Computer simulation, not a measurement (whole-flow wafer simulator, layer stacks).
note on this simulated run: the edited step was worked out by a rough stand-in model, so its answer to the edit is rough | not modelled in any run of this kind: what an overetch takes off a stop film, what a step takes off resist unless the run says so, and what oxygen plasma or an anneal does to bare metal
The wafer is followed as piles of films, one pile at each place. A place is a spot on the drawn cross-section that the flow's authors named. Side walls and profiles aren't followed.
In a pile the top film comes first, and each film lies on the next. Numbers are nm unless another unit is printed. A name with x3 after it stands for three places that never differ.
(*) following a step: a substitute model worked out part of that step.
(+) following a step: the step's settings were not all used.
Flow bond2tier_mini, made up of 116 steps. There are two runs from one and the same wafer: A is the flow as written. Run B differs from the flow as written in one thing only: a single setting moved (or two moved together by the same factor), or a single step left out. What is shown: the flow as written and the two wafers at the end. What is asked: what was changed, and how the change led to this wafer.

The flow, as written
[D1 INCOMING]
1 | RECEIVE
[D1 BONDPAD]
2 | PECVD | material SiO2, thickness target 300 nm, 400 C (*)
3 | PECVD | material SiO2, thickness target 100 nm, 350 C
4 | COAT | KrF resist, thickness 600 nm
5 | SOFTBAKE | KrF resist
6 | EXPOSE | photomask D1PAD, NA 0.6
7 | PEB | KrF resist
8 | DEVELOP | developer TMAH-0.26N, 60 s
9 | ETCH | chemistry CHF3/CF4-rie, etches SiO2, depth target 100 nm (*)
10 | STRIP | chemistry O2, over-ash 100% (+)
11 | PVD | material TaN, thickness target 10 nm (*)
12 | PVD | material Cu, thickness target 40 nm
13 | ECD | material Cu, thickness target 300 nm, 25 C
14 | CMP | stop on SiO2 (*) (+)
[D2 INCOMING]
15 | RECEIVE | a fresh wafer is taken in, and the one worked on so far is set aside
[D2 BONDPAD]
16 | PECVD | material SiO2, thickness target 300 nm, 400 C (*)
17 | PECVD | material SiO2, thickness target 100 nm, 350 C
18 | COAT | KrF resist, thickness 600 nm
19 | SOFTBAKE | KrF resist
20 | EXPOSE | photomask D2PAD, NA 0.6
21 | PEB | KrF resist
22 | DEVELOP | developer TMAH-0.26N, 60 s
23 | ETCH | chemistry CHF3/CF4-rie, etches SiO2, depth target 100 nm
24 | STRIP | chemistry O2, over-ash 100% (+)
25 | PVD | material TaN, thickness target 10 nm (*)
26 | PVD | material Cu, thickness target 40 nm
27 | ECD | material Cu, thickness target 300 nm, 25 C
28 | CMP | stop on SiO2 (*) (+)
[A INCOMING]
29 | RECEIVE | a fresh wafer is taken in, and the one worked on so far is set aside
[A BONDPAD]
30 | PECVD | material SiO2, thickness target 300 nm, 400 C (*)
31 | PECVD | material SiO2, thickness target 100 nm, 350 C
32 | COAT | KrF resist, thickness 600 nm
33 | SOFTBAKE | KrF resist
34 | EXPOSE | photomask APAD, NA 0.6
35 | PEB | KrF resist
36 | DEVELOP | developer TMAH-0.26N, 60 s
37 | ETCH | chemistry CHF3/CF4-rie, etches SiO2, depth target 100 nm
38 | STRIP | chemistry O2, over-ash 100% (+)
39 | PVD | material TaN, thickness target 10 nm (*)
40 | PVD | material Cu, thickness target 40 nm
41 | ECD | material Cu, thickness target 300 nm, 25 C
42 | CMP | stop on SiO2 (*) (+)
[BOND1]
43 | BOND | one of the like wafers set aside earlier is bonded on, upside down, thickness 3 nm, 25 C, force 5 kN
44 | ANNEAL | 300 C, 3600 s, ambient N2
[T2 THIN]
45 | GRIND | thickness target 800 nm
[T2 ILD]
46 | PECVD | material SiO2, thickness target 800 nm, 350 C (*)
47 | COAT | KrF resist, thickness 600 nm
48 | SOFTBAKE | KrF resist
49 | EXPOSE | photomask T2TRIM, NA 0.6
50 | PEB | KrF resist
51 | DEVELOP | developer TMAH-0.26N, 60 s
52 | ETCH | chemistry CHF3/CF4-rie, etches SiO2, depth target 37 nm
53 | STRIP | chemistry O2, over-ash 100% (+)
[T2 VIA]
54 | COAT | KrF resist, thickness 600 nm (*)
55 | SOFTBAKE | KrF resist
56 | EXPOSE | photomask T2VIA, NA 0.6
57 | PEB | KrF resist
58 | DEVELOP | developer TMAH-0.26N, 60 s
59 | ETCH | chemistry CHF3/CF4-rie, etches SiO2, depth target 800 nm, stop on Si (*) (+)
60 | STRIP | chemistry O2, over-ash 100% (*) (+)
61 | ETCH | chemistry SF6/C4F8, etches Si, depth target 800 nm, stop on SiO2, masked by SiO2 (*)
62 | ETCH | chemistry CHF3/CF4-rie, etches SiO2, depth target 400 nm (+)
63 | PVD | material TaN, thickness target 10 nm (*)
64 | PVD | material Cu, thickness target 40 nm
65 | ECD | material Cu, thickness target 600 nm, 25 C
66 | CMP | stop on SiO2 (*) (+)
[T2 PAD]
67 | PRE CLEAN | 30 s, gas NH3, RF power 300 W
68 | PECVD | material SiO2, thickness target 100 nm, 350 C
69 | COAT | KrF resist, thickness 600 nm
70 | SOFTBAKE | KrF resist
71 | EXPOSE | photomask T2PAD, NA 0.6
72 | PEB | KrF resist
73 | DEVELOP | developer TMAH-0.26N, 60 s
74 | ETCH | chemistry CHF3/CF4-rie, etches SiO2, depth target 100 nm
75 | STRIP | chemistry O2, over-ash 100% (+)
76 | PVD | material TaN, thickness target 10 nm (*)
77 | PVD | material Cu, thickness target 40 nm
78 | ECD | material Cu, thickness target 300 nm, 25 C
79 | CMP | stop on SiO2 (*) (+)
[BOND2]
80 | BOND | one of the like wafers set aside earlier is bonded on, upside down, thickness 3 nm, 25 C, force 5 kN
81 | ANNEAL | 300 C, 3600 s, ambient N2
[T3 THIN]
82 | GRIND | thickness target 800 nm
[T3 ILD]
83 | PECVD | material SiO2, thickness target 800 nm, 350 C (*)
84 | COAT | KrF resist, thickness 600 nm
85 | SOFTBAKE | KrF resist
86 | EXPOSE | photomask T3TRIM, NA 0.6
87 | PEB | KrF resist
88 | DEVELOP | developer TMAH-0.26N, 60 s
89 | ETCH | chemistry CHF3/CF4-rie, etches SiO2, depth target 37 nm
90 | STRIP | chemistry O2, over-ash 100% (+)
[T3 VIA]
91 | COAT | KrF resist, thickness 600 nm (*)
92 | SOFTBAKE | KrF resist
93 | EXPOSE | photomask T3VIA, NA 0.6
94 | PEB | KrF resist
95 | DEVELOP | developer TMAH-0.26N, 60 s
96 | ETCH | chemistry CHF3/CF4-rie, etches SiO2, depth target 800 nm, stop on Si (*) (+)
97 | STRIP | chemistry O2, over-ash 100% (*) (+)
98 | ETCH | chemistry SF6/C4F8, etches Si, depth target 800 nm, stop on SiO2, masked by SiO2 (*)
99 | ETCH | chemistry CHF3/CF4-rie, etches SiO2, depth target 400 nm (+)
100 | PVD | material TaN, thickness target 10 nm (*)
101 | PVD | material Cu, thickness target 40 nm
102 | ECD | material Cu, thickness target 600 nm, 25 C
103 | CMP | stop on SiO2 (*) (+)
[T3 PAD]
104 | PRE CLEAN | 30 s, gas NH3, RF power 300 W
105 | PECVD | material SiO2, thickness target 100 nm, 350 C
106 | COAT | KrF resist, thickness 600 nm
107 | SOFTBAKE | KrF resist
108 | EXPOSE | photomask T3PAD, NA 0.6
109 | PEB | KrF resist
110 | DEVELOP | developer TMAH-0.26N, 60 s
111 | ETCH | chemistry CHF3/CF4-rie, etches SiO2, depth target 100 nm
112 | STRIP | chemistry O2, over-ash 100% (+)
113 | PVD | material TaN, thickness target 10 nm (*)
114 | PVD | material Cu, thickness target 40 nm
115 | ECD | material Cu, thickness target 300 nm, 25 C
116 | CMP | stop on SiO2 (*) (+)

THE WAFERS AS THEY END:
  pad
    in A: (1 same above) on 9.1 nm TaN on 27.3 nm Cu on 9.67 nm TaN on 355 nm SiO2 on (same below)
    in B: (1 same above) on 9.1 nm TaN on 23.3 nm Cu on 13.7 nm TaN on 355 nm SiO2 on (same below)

Cause: step 100, PVD: thickness target 14.2 nm was run, though the flow has thickness target 10 nm.

Step by step, how the change led to this:
  100 | PVD | material TaN, thickness target 10 nm (*)
      field: A TaN gains 10 (new film) | B TaN gains 14.2 (new film)
      pad: A TaN gains 9.67 (new film) | B TaN gains 13.7 (new film)
  103 | CMP | stop on SiO2 (*) (+)
      field: A Cu loses 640 (all of it), TaN loses 10 (all of it) | B Cu loses 640 (all of it), TaN loses 14.2 (all of it)
